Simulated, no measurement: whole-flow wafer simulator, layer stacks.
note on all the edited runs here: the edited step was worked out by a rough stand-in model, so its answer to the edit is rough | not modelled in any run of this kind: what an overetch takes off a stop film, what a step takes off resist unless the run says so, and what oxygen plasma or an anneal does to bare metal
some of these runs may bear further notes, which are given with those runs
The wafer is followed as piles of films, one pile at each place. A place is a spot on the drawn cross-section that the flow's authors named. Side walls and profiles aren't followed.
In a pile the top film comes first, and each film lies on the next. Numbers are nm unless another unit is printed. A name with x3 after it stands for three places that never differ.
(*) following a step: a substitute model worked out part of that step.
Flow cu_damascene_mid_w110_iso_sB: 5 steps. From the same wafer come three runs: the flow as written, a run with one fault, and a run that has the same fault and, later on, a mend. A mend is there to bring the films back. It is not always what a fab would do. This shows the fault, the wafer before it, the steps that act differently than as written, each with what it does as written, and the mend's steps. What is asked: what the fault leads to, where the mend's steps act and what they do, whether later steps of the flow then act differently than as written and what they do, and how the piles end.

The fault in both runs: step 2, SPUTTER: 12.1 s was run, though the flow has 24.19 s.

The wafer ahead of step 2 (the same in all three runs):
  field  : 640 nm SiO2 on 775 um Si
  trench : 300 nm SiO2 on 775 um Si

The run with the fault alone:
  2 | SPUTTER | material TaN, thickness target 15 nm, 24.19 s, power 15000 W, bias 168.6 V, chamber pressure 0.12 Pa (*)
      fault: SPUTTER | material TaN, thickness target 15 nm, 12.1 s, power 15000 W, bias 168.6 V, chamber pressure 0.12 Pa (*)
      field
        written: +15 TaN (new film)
        fault: +7.5 TaN (new film)
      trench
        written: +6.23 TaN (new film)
        fault: +3.12 TaN (new film)
  Steps later in the flow that act otherwise than as written (2 more steps, not shown, differ only slightly: by at most 2% or 0.5 nm, whichever is larger):
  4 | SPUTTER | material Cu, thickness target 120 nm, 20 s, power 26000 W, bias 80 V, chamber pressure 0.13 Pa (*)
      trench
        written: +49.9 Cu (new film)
        fault: +51.2 Cu (new film)
  By the end, the piles at field, trench depart from the flow's by more than 2% or 0.5 nm, whichever is larger.
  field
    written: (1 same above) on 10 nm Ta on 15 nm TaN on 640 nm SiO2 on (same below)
    fault: (1 same above) on 10 nm Ta on 7.5 nm TaN on 640 nm SiO2 on (same below)
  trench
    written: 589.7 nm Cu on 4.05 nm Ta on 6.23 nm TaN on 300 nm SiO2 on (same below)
    fault: 585.2 nm Cu on 4.14 nm Ta on 3.12 nm TaN on 300 nm SiO2 on (same below)

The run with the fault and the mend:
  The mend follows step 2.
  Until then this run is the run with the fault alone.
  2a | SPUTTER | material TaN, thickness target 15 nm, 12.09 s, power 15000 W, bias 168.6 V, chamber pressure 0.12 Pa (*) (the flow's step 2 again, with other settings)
      field
        +7.5 TaN
      trench
        +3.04 TaN
  None of the later steps of the flow differs from how it acts as written, at any place that is followed, by more than 2% or 0.5 nm, whichever is larger.
  The piles end only slightly different from the flow's at the places that both follow, by no more than 2% or 0.5 nm, whichever is larger.
